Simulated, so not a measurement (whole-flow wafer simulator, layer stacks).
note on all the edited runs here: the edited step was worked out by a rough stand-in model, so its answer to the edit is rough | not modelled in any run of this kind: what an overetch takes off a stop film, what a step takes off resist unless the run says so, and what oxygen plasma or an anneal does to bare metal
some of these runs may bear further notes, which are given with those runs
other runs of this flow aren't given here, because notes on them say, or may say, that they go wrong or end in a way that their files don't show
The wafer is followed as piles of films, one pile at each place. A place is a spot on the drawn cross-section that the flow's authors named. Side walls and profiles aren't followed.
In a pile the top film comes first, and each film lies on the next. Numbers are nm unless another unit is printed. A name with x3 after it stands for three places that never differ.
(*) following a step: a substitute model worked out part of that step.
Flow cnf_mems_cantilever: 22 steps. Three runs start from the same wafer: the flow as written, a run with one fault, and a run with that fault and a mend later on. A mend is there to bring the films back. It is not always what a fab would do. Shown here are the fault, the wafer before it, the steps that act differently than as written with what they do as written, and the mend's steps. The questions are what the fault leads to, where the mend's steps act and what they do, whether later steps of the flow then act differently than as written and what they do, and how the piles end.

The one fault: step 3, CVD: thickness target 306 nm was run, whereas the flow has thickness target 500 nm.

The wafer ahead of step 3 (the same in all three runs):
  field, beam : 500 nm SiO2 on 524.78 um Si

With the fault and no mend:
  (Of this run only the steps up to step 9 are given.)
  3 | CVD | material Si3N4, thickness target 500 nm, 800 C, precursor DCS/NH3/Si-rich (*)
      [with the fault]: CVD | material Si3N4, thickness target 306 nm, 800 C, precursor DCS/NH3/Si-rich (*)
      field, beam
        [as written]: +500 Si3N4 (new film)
        [with the fault]: +306 Si3N4 (new film)
  None of the later steps of the flow up to step 9 acts differently than as written at any place that is followed.
  The piles after step 9 differ from the flow's at field, beam by more than 2% or 0.5 nm, whichever is larger.
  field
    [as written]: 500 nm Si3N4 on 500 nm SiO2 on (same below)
    [with the fault]: 306 nm Si3N4 on 500 nm SiO2 on (same below)
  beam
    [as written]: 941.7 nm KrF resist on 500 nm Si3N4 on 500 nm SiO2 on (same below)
    [with the fault]: 941.7 nm KrF resist on 306 nm Si3N4 on 500 nm SiO2 on (same below)

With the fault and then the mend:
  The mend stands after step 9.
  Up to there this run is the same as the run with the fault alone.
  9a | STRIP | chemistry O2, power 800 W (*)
      beam
        -941.7 KrF resist (all of it)
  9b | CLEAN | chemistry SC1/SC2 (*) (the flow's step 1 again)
      leaves every film unchanged at each place that is followed
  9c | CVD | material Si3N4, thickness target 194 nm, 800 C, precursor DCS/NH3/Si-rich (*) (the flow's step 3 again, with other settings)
      field, beam
        +194 Si3N4
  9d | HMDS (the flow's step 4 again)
      leaves every film unchanged at each place that is followed
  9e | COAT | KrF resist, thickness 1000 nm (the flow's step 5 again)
      field, beam
        +1000 KrF resist (new film)
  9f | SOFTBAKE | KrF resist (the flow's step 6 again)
      leaves every film unchanged at each place that is followed
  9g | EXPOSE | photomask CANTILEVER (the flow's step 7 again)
      leaves every film unchanged at each place that is followed
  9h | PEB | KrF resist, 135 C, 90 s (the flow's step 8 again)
      field, beam
        -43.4 KrF resist
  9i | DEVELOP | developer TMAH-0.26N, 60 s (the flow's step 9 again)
      field
        -956.6 KrF resist (all of it)
      beam
        -14.9 KrF resist
  None of the later steps of the flow acts differently than as written at any place that is followed.
  At every place that both follow, the piles at the end match the flow's.
